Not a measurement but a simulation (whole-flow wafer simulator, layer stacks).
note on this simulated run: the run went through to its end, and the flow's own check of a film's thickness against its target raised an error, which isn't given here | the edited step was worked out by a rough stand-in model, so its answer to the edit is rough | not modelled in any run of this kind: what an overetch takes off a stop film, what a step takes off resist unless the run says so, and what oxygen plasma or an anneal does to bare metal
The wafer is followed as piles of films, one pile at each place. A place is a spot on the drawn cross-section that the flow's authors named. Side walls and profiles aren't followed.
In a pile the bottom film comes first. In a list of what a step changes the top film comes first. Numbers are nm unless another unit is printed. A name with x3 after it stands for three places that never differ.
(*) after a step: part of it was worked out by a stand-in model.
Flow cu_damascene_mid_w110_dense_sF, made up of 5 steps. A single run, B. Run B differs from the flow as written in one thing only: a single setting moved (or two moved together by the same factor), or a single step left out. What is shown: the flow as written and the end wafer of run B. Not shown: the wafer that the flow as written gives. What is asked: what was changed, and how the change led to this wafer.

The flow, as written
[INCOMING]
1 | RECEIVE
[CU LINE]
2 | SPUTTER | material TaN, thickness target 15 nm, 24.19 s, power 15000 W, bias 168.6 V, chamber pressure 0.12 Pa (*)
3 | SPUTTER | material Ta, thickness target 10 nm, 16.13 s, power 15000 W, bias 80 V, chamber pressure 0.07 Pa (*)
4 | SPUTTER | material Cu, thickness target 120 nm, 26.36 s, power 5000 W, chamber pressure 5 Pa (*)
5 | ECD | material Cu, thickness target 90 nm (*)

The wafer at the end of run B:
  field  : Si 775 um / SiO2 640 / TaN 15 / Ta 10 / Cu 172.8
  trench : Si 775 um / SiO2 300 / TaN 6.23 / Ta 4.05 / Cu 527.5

The reason: step 5, ECD: thickness target 52.8 nm was run, though the flow has thickness target 90 nm.

How this came from the change, step by step:
  5 | ECD | material Cu, thickness target 90 nm (*)
      field: +52.8 Cu (as written it would have been: +90 Cu)
      trench: +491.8 Cu (as written it would have been: +529 Cu)
